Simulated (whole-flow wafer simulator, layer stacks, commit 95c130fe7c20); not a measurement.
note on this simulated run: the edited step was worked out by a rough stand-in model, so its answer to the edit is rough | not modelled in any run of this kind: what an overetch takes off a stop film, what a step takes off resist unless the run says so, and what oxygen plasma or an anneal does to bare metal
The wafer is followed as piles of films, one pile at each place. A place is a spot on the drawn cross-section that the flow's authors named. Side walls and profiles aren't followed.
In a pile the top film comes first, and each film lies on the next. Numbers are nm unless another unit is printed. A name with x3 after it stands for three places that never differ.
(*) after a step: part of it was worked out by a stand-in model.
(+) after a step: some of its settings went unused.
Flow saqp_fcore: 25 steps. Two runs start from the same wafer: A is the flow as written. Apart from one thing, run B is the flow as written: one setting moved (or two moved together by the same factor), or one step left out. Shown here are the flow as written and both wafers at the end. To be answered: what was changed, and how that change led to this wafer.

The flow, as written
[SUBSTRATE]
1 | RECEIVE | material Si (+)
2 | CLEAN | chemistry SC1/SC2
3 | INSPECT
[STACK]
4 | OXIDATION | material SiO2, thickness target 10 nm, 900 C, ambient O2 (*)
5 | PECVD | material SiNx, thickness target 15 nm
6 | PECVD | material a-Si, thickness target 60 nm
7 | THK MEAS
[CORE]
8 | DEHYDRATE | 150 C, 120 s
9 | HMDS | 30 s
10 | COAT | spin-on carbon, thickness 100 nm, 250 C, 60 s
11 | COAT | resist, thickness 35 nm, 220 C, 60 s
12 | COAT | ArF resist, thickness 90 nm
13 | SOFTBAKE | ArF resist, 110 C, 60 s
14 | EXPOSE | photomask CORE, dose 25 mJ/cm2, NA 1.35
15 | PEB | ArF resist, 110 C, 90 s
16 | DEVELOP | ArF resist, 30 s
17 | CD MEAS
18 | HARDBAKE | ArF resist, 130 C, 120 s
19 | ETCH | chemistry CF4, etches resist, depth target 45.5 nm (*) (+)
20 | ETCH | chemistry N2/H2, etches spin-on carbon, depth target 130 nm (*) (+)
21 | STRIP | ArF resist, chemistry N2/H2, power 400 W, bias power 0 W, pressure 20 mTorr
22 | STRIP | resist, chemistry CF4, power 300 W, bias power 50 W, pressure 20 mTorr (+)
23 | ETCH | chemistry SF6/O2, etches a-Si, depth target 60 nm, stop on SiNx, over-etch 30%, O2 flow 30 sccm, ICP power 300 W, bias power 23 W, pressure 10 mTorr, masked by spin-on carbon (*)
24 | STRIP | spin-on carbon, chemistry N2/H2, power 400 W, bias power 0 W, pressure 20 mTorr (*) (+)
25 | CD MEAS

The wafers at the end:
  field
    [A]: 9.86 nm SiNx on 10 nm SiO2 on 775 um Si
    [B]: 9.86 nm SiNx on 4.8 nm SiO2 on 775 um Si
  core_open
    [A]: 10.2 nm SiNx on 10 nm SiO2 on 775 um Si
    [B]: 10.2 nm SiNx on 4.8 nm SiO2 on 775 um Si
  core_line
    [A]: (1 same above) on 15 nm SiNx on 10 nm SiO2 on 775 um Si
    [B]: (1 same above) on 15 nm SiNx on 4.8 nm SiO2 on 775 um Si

The reason: step 4, OXIDATION: thickness target 4.8 nm was run, whereas the flow has thickness target 10 nm.
The wafer lets one read it off: field has SiO2 4.8, and step 4 as written asks for 10 nm.

Step by step, how the change led to this:
  4 | OXIDATION | material SiO2, thickness target 10 nm, 900 C, ambient O2 (*)
      field, core_open, core_line: A +10 SiO2 (new film), -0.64 chemical SiO2 (all of it), -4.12 Si | B +4.8 SiO2 (new film), -0.64 chemical SiO2 (all of it), -1.83 Si
